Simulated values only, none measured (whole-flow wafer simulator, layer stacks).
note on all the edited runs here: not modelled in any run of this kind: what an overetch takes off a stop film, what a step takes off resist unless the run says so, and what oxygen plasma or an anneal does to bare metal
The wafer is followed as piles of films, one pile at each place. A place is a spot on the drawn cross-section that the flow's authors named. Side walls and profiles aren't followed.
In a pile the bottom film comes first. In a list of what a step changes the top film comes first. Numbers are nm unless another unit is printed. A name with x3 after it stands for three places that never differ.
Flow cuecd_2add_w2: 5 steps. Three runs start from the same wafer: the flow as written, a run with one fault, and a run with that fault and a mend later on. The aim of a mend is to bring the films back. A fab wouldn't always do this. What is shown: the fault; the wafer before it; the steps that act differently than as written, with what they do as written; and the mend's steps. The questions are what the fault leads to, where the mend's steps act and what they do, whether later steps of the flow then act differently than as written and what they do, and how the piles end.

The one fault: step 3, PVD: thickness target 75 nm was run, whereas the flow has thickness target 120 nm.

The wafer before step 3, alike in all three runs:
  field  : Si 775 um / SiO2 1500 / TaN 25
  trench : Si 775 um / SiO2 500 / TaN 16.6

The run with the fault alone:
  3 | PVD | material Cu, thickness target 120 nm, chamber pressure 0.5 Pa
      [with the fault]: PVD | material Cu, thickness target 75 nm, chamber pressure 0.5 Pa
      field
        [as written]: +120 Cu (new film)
        [with the fault]: +75 Cu (new film)
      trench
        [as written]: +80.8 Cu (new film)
        [with the fault]: +50.7 Cu (new film)
  None of the later steps of the flow differs from how it acts as written, at any place that is followed, by more than 2% or 0.5 nm, whichever is larger.
  At field, trench, the piles at the end differ from the flow's by more than 2% or 0.5 nm, whichever is larger.
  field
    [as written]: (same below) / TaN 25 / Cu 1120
    [with the fault]: (same below) / TaN 25 / Cu 1075
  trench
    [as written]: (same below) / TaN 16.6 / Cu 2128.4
    [with the fault]: (same below) / TaN 16.6 / Cu 2083.4

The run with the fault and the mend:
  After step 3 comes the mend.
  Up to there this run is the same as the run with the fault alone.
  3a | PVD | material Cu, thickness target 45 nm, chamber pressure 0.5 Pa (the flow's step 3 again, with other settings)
      field
        +45 Cu
      trench
        +29.8 Cu
  None of the later steps of the flow differs from how it acts as written, at any place that is followed, by more than 2% or 0.5 nm, whichever is larger.
  By the end, the piles equal the flow's at every place that both follow.
